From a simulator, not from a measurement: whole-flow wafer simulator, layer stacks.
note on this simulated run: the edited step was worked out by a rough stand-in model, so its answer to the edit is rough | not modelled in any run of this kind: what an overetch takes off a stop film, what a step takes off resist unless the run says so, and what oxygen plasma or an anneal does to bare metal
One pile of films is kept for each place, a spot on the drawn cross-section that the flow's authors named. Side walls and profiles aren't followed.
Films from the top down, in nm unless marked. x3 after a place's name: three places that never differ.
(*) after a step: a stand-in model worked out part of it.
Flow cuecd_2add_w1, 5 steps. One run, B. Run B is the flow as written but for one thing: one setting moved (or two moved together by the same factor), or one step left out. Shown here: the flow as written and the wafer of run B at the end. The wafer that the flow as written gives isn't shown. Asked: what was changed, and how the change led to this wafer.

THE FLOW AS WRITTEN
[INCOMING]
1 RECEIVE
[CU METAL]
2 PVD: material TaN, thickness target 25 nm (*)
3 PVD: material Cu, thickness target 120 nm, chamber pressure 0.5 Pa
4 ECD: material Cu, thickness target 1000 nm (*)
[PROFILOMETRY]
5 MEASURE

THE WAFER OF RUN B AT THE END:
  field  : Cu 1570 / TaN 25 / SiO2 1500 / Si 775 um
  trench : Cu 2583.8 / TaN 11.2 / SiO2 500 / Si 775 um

The cause: step 4, ECD: thickness target 1450 nm was run, where the flow has thickness target 1000 nm.

How the change led to this, step by step:
  4 ECD: material Cu, thickness target 1000 nm (*)
      field: Cu +1450 (as written it would be: Cu +1000)
      trench: Cu +2530.2 (as written it would be: Cu +2080.2)
